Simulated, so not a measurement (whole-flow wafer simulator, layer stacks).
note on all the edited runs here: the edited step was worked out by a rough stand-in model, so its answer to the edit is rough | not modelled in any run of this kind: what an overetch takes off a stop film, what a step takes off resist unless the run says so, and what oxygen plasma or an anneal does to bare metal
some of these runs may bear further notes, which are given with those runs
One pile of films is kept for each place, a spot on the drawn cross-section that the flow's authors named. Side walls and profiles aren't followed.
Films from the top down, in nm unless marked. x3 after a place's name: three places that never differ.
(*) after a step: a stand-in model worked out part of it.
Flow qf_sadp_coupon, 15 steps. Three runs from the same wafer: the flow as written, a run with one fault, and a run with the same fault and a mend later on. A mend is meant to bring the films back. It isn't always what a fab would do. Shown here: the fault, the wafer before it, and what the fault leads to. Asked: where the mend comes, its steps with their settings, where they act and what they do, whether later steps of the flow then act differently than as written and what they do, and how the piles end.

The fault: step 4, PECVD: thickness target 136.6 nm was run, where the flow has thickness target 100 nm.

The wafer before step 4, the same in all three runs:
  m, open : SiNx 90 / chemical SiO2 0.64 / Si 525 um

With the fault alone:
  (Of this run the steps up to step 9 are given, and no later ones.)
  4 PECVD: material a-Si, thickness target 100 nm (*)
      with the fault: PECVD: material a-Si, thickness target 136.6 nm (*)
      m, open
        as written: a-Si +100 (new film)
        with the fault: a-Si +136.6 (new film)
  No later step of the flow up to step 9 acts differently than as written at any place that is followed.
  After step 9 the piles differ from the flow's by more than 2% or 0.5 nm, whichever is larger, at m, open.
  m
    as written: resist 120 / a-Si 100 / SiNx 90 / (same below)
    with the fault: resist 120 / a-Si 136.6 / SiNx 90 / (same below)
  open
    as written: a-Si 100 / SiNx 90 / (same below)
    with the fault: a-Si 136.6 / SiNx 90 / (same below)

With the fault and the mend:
  The mend comes after step 4.
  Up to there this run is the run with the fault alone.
  4a ETCH: chemistry tmah, depth target 157.1 nm
      m, open
        a-Si -136.6 (all of it)
  4b PECVD: material a-Si, thickness target 100 nm (*) (the flow's step 4 once more)
      m, open
        a-Si +100 (new film)
  No later step of the flow acts differently than as written at any place that is followed.
  At the end the piles are the same as the flow's at every place that both follow.
